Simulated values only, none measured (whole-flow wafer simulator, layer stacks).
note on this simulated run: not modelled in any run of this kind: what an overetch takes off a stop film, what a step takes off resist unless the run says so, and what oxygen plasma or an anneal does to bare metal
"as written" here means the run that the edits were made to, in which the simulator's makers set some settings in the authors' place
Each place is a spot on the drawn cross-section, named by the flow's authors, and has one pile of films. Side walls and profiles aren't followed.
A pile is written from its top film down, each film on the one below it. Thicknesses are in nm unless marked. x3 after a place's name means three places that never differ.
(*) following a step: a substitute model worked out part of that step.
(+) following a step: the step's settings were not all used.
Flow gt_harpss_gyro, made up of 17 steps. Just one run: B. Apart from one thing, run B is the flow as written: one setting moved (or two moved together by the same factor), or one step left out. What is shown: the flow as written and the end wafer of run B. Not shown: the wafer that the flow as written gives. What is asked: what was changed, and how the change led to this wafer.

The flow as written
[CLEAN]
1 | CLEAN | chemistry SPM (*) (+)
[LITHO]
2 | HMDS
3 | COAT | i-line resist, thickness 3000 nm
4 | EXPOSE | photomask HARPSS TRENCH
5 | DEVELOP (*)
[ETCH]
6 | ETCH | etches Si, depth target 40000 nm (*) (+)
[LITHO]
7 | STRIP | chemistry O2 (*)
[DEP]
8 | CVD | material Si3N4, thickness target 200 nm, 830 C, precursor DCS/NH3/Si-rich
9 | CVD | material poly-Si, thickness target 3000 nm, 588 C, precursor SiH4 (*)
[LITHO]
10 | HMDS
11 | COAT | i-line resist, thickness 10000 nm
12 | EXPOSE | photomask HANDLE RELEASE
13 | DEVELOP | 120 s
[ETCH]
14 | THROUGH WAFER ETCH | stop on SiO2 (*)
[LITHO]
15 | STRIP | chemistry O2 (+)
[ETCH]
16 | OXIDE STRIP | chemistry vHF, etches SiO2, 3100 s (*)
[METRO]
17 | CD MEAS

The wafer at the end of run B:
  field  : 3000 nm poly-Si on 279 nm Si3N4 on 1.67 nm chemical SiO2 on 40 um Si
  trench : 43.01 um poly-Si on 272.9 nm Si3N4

Cause: step 8, CVD: thickness target 279 nm was run, though the flow has thickness target 200 nm.
The wafer lets one read it off: field has Si3N4 279, and step 8 as written asks for 200 nm.

The path from the change to this, step by step:
  8 | CVD | material Si3N4, thickness target 200 nm, 830 C, precursor DCS/NH3/Si-rich
      field: +279 Si3N4 (new film) (it would be, as written: +200 Si3N4 (new film))
      trench: +272.9 Si3N4 (new film) (it would be, as written: +195.9 Si3N4 (new film))
